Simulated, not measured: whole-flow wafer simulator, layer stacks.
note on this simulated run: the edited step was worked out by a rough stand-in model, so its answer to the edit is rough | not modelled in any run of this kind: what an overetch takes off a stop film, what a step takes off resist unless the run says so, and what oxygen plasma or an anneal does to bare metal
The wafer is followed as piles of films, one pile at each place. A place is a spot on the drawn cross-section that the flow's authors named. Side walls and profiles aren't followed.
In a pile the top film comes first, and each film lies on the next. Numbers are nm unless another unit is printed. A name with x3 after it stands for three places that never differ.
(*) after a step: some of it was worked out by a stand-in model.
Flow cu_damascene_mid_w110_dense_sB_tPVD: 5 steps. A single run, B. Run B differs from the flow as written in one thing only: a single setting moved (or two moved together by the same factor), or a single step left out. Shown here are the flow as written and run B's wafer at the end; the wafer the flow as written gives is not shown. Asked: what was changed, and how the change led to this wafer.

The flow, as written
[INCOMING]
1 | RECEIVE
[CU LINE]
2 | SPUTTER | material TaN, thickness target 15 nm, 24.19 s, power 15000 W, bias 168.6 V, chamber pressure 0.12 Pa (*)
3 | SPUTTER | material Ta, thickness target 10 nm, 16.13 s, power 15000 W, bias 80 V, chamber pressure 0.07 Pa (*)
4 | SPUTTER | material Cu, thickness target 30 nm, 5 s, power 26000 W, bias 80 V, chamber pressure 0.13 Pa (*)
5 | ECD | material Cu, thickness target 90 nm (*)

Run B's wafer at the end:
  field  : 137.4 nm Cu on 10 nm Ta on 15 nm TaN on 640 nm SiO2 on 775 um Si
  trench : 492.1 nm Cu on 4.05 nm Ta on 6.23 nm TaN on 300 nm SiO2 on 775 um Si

What caused this: step 5, ECD: thickness target 107.4 nm was run, while the flow as written has thickness target 90 nm.

Step by step, how the change led to this:
  5 | ECD | material Cu, thickness target 90 nm (*)
      field: +107.4 Cu (it would be, as written: +90 Cu)
      trench: +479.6 Cu (it would be, as written: +462.2 Cu)
